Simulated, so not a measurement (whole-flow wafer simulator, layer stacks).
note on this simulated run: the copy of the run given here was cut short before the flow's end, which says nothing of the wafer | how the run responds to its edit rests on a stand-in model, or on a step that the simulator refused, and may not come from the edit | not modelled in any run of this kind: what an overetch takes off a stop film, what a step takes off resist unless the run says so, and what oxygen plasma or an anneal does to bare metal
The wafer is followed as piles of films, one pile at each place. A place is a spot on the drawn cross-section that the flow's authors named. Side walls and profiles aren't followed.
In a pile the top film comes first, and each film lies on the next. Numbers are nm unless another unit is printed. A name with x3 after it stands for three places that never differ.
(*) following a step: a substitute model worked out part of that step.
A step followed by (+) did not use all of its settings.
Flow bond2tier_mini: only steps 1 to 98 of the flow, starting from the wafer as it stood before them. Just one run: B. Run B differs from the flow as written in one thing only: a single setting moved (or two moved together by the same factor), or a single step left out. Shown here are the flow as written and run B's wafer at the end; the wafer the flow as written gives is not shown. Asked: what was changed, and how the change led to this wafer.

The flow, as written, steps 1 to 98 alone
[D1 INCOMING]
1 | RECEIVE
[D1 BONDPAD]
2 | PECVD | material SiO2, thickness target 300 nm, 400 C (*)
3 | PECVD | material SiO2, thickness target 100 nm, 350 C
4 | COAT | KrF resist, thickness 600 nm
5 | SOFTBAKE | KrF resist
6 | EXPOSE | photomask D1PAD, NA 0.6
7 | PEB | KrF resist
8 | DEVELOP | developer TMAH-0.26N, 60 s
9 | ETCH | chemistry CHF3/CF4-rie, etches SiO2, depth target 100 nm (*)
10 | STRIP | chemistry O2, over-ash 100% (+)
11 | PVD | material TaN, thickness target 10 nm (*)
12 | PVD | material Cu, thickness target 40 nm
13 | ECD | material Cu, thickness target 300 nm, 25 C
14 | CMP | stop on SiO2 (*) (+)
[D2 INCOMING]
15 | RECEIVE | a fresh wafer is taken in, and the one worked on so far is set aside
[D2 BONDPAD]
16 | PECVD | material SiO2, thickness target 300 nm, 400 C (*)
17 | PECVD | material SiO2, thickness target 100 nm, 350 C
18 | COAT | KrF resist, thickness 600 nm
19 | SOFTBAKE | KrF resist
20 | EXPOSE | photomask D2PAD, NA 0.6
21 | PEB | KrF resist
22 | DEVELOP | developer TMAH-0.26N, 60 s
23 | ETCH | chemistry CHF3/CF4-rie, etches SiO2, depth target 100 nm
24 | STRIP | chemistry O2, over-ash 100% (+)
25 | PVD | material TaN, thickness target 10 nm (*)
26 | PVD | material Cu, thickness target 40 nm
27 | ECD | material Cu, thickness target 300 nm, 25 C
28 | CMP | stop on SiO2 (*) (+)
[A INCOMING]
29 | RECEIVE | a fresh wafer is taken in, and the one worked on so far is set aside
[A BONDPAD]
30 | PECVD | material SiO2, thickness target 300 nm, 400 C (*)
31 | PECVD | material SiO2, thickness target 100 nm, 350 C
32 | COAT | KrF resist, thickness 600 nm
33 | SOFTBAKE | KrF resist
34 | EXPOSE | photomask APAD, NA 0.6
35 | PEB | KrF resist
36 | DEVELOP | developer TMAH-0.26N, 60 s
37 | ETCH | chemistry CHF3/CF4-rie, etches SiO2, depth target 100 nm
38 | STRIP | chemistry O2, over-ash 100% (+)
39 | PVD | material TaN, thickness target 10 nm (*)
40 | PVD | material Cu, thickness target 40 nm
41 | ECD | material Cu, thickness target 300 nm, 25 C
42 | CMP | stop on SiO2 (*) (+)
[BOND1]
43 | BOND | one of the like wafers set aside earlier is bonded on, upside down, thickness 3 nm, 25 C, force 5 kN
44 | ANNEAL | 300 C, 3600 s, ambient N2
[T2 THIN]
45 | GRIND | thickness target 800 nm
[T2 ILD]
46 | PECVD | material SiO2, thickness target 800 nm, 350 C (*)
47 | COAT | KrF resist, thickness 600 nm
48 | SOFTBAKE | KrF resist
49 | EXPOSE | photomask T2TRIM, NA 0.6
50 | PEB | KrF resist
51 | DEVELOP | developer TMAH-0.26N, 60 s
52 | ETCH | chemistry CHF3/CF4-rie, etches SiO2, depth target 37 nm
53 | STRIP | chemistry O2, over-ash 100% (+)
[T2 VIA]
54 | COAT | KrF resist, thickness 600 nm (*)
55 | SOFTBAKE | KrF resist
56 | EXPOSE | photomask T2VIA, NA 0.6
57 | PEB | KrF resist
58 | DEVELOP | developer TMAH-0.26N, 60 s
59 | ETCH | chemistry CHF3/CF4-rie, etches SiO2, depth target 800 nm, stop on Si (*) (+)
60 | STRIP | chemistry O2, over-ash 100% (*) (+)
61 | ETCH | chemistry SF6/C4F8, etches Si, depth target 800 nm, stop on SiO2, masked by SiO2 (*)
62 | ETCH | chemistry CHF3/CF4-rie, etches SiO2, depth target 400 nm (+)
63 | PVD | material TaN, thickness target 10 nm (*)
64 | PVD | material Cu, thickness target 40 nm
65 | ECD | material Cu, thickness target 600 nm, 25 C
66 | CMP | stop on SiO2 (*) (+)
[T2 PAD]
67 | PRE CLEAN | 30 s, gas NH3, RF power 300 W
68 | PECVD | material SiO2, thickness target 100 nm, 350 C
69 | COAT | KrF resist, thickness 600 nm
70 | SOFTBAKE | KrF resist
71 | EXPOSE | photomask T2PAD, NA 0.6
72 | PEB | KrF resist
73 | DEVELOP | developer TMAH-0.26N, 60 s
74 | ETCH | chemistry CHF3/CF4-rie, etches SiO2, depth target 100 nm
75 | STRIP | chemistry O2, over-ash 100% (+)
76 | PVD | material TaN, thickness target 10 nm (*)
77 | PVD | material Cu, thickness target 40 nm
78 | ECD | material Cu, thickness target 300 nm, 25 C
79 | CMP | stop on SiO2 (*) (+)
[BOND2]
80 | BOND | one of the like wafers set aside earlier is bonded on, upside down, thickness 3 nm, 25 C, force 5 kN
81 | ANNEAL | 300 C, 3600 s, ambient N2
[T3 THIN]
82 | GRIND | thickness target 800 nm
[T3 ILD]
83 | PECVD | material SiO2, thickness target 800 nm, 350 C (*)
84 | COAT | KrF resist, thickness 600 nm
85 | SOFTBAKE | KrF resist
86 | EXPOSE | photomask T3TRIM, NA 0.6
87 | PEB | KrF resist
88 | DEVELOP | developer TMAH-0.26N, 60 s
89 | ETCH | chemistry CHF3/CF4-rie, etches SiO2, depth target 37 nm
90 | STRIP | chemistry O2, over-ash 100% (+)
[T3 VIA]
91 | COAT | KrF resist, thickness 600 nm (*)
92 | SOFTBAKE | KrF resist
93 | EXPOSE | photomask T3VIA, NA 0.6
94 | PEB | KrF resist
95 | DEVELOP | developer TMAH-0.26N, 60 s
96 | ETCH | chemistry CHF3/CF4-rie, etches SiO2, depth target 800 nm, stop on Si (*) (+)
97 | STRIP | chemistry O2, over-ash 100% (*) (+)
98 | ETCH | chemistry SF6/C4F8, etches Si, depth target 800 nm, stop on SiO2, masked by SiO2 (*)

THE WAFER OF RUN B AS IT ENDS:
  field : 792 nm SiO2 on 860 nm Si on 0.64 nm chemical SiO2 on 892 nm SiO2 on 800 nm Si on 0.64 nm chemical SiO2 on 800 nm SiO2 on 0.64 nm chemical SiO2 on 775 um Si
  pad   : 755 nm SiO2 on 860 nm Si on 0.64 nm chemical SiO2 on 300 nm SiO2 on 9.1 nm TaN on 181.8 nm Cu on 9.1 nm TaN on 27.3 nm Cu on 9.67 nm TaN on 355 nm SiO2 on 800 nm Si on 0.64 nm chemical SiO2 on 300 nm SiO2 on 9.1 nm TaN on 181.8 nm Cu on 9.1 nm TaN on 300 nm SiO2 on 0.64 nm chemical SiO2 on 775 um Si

Cause: step 82, GRIND: thickness target 860 nm was run, whereas the flow has thickness target 800 nm.
One can read it off the wafer: field has Si 860, and step 82 as written asks for 800 nm.

How this came from the change, step by step:
  82 | GRIND | thickness target 800 nm
      field, pad: Si loses 774.14 um (as written it would have been: Si loses 774.2 um)
